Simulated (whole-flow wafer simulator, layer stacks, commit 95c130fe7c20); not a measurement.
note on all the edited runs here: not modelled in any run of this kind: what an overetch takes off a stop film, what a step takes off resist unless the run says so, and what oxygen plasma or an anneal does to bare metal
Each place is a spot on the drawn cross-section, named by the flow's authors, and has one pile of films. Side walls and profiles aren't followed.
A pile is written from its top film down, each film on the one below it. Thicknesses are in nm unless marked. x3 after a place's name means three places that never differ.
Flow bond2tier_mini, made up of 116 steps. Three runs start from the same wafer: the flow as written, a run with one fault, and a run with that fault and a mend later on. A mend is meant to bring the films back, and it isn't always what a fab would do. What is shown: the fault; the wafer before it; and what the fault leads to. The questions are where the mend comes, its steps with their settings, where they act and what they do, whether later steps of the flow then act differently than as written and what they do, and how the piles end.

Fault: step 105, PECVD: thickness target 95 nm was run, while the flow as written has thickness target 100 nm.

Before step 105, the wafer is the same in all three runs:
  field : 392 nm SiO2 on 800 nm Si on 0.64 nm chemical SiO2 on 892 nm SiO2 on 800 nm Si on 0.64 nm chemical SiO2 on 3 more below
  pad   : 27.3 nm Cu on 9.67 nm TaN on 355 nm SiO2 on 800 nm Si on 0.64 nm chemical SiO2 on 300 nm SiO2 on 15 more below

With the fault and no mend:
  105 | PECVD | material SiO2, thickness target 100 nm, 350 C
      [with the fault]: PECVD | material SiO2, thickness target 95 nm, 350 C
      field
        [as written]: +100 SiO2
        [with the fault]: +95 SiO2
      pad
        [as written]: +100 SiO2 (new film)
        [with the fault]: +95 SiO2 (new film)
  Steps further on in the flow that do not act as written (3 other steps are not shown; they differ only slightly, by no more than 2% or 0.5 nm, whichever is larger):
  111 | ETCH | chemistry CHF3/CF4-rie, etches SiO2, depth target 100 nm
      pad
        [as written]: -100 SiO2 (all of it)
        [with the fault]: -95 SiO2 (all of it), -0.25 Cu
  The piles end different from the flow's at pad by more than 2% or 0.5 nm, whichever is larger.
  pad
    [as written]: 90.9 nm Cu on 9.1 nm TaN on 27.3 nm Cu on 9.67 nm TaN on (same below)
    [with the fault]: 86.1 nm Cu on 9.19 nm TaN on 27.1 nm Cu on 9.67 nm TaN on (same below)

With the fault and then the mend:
  The mend follows step 105.
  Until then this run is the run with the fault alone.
  105a | PECVD | material SiO2, thickness target 5 nm, 350 C (the flow's step 105 again, with other settings)
      field, pad
        +5 SiO2
  Later steps of the flow that are run all act as written at every place that is followed.
  By the end, the piles equal the flow's at every place that both follow.
